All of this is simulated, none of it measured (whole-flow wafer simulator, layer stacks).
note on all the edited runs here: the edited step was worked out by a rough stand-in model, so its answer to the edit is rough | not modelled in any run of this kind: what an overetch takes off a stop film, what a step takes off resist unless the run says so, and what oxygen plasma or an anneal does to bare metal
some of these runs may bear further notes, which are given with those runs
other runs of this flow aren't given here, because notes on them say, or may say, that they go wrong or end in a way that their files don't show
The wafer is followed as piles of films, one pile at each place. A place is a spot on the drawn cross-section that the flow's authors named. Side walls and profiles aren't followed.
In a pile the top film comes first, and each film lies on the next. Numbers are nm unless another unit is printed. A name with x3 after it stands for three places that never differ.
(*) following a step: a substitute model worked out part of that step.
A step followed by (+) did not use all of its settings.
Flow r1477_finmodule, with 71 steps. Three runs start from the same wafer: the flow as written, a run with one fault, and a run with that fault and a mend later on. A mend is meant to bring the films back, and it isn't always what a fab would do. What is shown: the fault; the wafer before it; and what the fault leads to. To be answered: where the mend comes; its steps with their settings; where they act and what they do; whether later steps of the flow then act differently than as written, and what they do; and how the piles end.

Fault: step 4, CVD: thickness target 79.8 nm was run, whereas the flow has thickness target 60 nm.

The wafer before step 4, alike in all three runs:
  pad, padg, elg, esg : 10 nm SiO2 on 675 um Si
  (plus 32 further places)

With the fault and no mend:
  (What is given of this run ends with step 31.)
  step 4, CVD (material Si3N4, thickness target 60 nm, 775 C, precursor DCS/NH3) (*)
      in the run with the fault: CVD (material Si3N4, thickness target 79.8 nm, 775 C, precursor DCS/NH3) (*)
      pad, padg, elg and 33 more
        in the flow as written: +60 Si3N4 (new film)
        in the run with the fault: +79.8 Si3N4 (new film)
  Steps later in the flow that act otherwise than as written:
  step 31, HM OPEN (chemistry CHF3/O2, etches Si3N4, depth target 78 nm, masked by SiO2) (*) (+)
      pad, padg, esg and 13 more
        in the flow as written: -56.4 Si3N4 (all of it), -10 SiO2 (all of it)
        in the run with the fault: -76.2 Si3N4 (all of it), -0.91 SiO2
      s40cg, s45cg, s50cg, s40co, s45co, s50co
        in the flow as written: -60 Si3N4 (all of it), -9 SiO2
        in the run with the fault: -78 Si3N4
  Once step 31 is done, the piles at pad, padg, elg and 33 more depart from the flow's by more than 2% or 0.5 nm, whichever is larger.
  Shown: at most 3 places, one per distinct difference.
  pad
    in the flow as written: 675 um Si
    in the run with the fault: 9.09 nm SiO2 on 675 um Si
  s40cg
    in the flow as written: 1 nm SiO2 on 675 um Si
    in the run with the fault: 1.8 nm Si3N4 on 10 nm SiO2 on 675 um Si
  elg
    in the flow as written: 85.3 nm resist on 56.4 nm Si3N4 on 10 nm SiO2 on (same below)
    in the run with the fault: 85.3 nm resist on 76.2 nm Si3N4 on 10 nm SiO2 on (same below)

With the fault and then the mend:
  After step 5 comes the mend.
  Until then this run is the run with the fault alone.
  step 5a, ETCH (chemistry h3po4, depth target 91.77 nm)
      pad, padg, elg and 33 more
        -79.8 Si3N4 (all of it)
  step 5b, CLEAN (chemistry SC1/SC2) (the flow's step 2, run once more)
      does not change any film at any place that is followed
  step 5c, CVD (material Si3N4, thickness target 60 nm, 775 C, precursor DCS/NH3) (*) (the flow's step 4, run once more)
      pad, padg, elg and 33 more
        +60 Si3N4 (new film)
  Later steps of the flow that are run all act as written at every place that is followed.
  At every place that both follow, the piles at the end match the flow's.
